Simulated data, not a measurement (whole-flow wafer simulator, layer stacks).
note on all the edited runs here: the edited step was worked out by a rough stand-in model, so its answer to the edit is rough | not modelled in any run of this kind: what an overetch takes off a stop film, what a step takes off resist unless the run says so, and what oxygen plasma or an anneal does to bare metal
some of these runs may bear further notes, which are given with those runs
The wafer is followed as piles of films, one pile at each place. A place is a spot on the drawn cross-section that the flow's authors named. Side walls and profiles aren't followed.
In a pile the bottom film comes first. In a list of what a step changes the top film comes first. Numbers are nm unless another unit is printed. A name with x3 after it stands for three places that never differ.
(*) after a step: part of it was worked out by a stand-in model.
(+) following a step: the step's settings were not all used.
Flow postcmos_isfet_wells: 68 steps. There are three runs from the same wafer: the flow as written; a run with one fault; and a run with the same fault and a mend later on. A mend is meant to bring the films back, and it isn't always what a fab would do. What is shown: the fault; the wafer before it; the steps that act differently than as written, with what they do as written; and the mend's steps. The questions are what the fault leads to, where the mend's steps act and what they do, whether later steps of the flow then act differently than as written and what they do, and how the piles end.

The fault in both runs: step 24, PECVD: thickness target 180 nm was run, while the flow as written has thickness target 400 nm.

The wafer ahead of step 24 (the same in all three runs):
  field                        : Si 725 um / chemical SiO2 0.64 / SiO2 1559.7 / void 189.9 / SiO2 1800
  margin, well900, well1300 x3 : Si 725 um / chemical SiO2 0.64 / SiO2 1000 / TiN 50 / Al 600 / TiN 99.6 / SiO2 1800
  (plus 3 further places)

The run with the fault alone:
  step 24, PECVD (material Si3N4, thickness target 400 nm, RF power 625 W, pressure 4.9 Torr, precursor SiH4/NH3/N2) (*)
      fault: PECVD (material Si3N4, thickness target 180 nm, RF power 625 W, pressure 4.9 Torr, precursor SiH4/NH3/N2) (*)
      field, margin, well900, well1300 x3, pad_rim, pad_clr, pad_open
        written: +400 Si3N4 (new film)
        fault: +180 Si3N4 (new film)
  Steps further on in the flow that do not act as written (1 more step, not shown, differs only slightly: by at most 2% or 0.5 nm, whichever is larger):
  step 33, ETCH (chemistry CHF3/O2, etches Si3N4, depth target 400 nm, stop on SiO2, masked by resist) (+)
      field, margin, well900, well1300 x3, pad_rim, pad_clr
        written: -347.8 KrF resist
        fault: -234.8 KrF resist
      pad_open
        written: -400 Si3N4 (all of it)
        fault: -180 Si3N4 (all of it)
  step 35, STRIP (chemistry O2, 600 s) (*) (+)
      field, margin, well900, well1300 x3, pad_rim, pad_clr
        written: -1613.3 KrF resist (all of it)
        fault: -1726.4 KrF resist (all of it)
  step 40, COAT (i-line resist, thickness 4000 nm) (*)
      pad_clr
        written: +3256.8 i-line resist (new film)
        fault: +3325.6 i-line resist (new film)
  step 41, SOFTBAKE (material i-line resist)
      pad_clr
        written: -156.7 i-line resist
        fault: -134.9 i-line resist
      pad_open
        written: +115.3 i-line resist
        fault: +105.5 i-line resist
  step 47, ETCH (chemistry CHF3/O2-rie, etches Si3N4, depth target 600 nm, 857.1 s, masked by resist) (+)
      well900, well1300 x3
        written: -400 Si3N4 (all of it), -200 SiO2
        fault: -180 Si3N4 (all of it), -420 SiO2
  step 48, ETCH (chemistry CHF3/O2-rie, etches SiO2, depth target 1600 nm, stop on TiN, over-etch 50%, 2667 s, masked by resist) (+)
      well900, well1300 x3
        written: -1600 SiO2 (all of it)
        fault: -1380 SiO2 (all of it)
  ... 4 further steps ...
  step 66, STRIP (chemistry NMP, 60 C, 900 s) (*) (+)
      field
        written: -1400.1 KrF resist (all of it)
        fault: -1504.5 KrF resist (all of it)
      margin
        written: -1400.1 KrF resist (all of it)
        fault: -1504.4 KrF resist (all of it)
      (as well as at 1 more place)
  By the end, the piles at field, margin, pad_rim, pad_clr depart from the flow's by more than 2% or 0.5 nm, whichever is larger.
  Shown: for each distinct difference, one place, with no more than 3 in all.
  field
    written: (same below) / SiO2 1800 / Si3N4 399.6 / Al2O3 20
    fault: (same below) / SiO2 1800 / Si3N4 179.6 / Al2O3 20
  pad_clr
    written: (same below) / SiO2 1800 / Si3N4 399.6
    fault: (same below) / SiO2 1800 / Si3N4 179.6

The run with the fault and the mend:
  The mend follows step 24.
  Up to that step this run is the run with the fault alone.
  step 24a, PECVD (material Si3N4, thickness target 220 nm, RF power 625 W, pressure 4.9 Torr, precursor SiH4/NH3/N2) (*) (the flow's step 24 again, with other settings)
      field, margin, well900, well1300 x3, pad_rim, pad_clr, pad_open
        +220 Si3N4
  Later steps of the flow that are run all act as written at every place that is followed.
  At every place that both follow, the piles at the end match the flow's.
